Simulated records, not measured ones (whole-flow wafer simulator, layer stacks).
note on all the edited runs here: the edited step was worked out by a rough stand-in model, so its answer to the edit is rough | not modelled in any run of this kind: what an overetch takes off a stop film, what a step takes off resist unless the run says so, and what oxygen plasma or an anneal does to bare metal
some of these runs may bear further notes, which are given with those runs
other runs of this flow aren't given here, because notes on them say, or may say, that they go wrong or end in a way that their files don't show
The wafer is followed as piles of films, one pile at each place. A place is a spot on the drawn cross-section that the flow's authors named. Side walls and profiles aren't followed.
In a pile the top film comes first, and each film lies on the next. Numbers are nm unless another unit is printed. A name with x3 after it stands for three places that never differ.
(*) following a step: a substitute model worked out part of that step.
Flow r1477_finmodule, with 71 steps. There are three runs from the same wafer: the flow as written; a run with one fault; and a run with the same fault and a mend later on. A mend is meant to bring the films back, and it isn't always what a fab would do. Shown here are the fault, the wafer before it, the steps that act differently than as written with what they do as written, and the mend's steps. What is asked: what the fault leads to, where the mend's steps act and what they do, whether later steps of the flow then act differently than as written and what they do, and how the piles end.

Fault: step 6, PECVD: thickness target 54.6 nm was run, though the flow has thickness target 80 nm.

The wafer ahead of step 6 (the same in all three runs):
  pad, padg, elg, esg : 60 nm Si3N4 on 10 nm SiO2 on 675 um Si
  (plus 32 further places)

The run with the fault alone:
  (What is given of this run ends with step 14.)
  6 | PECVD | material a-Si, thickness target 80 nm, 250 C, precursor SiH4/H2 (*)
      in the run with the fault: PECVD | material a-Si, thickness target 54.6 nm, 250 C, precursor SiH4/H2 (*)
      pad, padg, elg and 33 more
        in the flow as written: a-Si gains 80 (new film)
        in the run with the fault: a-Si gains 54.6 (new film)
  Every later step of the flow up to step 14 that is run acts as written at every place that is followed.
  Once step 14 is done, the piles at pad, padg, elg and 33 more depart from the flow's by more than 2% or 0.5 nm, whichever is larger.
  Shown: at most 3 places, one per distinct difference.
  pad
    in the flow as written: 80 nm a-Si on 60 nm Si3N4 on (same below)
    in the run with the fault: 54.6 nm a-Si on 60 nm Si3N4 on (same below)
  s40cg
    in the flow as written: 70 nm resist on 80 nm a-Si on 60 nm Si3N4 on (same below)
    in the run with the fault: 70 nm resist on 54.6 nm a-Si on 60 nm Si3N4 on (same below)

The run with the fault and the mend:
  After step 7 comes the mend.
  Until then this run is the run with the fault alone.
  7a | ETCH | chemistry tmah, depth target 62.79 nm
      pad, padg, elg and 33 more
        a-Si loses 54.6 (all of it)
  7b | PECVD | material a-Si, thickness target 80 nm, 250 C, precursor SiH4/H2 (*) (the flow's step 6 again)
      pad, padg, elg and 33 more
        a-Si gains 80 (new film)
  Every later step of the flow that is run acts as written at every place that is followed.
  By the end, the piles equal the flow's at every place that both follow.
